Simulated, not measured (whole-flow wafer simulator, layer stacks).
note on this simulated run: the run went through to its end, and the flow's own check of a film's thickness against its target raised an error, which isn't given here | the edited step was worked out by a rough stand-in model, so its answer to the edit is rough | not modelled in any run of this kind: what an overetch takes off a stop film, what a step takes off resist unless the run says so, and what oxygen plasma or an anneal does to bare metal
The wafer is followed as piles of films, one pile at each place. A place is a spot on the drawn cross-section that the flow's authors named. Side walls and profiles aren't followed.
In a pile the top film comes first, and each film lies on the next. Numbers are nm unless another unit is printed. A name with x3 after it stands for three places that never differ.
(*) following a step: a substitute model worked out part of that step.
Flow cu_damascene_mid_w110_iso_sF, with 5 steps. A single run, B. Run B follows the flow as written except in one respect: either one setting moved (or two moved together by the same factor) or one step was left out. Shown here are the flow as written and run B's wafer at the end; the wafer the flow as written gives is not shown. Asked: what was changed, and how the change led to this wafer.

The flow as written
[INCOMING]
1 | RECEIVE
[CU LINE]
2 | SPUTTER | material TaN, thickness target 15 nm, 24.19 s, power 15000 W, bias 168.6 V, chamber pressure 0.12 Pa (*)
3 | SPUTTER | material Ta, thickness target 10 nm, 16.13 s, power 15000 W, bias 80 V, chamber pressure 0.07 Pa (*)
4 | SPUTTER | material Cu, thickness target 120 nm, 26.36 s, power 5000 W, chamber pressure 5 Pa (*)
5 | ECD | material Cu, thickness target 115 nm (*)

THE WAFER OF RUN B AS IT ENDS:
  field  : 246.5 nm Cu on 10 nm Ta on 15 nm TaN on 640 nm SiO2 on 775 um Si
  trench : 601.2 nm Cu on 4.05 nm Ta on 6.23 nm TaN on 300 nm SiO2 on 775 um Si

The reason: step 5, ECD: thickness target 126.5 nm was run, though the flow has thickness target 115 nm.

The path from the change to this, step by step:
  5 | ECD | material Cu, thickness target 115 nm (*)
      field: +126.5 Cu (as written it would have been: +115 Cu)
      trench: +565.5 Cu (as written it would have been: +554 Cu)
